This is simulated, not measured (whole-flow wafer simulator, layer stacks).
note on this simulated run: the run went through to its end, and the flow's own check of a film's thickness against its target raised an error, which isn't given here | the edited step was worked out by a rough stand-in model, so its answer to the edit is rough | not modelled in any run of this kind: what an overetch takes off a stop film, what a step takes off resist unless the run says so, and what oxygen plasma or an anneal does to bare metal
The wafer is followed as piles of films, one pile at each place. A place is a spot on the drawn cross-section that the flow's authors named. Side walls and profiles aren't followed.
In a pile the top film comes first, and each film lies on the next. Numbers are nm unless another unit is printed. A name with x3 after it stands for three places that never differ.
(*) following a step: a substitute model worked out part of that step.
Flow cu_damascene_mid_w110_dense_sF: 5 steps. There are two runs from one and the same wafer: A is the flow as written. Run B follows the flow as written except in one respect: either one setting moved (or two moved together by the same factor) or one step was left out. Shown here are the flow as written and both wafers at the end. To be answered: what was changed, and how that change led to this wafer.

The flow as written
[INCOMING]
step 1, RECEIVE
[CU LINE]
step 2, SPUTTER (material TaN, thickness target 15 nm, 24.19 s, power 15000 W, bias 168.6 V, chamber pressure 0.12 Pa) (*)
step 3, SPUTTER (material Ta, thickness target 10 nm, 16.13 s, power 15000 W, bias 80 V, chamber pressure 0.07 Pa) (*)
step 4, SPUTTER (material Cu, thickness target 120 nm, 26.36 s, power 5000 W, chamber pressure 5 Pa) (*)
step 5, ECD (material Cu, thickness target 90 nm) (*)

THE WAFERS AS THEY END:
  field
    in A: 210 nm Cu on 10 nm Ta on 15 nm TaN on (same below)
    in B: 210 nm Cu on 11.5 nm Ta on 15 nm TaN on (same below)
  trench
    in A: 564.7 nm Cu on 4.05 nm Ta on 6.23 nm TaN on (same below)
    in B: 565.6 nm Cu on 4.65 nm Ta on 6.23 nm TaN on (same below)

The reason: step 3, SPUTTER: thickness target 11.5 nm was run, whereas the flow has thickness target 10 nm; step 3, SPUTTER: 18.55 s was run, where the flow has 16.13 s.
The wafer lets one read it off: field has Ta 11.5, and step 3 as written asks for 10 nm.

Step by step, how the change led to this:
  step 3, SPUTTER (material Ta, thickness target 10 nm, 16.13 s, power 15000 W, bias 80 V, chamber pressure 0.07 Pa) (*)
      field: A Ta gains 10 (new film) | B Ta gains 11.5 (new film)
      trench: A Ta gains 4.05 (new film) | B Ta gains 4.65 (new film)
